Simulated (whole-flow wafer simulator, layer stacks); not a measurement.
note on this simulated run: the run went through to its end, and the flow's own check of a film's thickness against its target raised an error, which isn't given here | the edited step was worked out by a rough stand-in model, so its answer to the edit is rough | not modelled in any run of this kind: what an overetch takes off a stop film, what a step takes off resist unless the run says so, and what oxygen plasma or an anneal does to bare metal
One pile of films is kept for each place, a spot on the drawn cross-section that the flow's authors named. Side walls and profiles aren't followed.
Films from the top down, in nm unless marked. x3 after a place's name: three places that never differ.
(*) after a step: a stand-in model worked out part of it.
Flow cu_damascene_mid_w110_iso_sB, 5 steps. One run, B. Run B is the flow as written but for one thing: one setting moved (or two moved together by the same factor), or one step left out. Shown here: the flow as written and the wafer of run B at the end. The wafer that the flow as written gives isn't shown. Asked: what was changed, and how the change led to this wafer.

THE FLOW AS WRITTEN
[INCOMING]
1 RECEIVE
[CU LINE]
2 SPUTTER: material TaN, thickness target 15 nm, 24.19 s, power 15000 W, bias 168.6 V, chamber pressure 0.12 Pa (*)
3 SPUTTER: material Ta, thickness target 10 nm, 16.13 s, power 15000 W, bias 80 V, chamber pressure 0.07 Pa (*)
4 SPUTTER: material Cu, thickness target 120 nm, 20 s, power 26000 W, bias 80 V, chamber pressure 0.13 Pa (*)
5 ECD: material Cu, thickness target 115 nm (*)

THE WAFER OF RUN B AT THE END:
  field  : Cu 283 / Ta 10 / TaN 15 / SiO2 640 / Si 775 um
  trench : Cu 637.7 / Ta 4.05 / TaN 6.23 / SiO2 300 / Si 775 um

The cause: step 4, SPUTTER: thickness target 168 nm was run, where the flow has thickness target 120 nm.

How the change led to this, step by step:
  4 SPUTTER: material Cu, thickness target 120 nm, 20 s, power 26000 W, bias 80 V, chamber pressure 0.13 Pa (*)
      field: Cu +168 (new film) (as written it would be: Cu +120 (new film))
      trench: Cu +69.9 (new film) (as written it would be: Cu +49.9 (new film))
  5 ECD: material Cu, thickness target 115 nm (*)
      trench: Cu +567.8 (as written it would be: Cu +539.8)
